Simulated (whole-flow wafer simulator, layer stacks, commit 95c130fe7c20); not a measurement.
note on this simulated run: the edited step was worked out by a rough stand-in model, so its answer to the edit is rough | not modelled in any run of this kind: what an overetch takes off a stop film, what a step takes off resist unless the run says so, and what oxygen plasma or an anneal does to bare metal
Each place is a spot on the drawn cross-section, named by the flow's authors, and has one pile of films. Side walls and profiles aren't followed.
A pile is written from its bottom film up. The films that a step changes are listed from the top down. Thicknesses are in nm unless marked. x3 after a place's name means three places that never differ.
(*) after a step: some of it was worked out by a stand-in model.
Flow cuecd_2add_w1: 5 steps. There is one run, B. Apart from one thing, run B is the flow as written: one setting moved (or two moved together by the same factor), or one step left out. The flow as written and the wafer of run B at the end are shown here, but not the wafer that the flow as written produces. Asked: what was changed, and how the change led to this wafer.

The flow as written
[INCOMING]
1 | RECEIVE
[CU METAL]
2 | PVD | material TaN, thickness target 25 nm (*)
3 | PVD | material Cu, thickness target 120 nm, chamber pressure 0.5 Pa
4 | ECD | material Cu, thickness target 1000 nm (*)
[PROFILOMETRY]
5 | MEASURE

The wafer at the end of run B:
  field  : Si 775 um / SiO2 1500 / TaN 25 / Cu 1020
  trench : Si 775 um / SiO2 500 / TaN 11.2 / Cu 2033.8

What caused this: step 4, ECD: thickness target 900 nm was run, though the flow has thickness target 1000 nm.

Step by step, how the change led to this:
  4 | ECD | material Cu, thickness target 1000 nm (*)
      field: +900 Cu (as written it would have been: +1000 Cu)
      trench: +1980.2 Cu (as written it would have been: +2080.2 Cu)
